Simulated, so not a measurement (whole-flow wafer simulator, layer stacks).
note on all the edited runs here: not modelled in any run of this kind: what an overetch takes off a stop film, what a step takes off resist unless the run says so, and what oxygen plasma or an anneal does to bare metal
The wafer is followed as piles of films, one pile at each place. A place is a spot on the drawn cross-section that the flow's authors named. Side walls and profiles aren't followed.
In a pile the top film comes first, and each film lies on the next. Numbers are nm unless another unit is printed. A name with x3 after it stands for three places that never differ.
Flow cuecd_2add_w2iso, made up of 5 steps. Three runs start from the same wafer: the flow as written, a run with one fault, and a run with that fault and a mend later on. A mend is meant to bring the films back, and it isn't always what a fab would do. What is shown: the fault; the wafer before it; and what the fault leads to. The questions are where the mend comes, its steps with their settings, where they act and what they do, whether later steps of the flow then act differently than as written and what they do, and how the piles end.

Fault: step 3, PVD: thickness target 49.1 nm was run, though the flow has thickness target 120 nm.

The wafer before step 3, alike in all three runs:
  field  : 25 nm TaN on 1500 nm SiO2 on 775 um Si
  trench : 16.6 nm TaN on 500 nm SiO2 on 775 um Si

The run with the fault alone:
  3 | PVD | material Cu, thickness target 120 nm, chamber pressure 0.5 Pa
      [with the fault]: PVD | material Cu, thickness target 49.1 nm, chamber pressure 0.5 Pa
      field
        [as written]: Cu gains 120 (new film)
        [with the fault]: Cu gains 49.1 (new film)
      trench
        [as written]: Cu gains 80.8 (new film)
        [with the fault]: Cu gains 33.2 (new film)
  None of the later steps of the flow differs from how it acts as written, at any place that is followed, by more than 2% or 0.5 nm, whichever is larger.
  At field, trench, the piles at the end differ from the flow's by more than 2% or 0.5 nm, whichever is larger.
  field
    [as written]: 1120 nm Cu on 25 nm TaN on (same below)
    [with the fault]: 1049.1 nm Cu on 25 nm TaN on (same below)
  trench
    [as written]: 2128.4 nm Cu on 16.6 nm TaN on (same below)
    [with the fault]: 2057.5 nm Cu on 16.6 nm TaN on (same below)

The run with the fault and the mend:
  The mend follows step 3.
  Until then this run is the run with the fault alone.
  3a | ETCH | chemistry cu recess dil, depth target 56.54 nm
      field
        Cu loses 49.1 (all of it)
      trench
        Cu loses 33.2 (all of it)
  3b | PVD | material Cu, thickness target 120 nm, chamber pressure 0.5 Pa (a further turn of the flow's step 3)
      field
        Cu gains 120 (new film)
      trench
        Cu gains 80.8 (new film)
  None of the later steps of the flow acts differently than as written at any place that is followed.
  At every place that both follow, the piles at the end match the flow's.
